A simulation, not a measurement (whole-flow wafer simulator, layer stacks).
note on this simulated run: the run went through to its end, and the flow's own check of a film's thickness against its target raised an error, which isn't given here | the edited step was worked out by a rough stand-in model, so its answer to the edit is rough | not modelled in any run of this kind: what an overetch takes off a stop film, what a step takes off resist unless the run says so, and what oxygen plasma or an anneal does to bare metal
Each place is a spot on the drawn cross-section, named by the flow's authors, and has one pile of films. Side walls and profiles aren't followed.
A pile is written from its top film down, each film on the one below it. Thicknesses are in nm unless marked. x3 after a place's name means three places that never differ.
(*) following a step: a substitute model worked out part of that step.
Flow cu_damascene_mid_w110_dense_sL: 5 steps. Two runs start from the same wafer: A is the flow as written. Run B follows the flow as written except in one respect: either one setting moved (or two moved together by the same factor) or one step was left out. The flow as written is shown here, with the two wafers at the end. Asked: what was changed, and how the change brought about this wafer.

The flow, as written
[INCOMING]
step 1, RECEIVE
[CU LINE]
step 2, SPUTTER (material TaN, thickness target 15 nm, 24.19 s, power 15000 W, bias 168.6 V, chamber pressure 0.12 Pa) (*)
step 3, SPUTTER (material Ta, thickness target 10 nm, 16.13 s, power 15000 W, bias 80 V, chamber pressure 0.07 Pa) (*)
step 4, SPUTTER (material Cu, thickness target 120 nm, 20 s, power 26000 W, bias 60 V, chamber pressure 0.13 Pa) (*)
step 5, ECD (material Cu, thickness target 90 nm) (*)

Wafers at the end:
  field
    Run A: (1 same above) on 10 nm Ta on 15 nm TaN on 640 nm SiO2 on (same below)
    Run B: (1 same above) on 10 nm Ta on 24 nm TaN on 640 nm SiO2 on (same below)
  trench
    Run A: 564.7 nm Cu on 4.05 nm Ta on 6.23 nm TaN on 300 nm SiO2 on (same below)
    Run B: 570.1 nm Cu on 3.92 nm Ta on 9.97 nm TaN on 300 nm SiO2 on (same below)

What caused this: step 2, SPUTTER: thickness target 24 nm was run, whereas the flow has thickness target 15 nm; step 2, SPUTTER: 38.7 s was run, where the flow has 24.19 s.
One can read it off the wafer: field has TaN 24, and step 2 as written asks for 15 nm.

The path from the change to this, step by step:
  step 2, SPUTTER (material TaN, thickness target 15 nm, 24.19 s, power 15000 W, bias 168.6 V, chamber pressure 0.12 Pa) (*)
      field: A TaN gains 15 (new film) | B TaN gains 24 (new film)
      trench: A TaN gains 6.23 (new film) | B TaN gains 9.97 (new film)
  step 4, SPUTTER (material Cu, thickness target 120 nm, 20 s, power 26000 W, bias 60 V, chamber pressure 0.13 Pa) (*)
      trench: A Cu gains 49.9 (new film) | B Cu gains 48.4 (new film)
